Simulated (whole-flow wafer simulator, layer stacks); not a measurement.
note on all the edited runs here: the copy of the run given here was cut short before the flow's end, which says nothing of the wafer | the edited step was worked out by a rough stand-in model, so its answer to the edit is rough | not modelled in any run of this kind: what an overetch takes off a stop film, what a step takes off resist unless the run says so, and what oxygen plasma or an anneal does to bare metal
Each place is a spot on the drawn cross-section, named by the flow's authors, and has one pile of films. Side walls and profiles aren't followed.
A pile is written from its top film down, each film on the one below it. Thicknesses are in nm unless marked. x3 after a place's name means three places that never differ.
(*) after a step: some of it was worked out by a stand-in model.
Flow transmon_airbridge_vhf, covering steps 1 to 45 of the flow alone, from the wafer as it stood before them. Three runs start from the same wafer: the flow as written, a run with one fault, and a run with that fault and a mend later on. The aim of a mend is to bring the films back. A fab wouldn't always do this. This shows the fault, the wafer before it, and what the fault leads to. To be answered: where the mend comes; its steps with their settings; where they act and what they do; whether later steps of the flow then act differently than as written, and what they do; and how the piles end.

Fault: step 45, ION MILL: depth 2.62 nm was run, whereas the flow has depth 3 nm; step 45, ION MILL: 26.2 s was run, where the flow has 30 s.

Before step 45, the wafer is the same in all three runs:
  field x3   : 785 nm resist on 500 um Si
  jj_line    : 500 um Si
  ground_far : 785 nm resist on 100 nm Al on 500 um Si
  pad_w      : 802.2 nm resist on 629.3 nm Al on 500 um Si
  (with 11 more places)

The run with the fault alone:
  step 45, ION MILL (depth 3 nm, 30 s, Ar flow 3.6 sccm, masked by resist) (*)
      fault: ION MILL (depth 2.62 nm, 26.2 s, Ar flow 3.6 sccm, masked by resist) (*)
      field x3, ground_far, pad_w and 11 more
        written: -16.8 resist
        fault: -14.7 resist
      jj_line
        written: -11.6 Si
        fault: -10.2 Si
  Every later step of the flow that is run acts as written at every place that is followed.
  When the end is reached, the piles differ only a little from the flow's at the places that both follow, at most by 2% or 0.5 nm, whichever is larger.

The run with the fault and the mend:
  The mend follows step 45.
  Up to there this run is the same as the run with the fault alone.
  step 45a, ION MILL (depth 0.38 nm, 3.8 s, Ar flow 3.6 sccm, masked by resist) (*) (a further turn of the flow's step 45, with different settings)
      field x3, ground_far, pad_w and 11 more
        -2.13 resist
      jj_line
        -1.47 Si
  Every later step of the flow that is run acts as written at every place that is followed.
  The piles end the same as the flow's at every place that both follow.
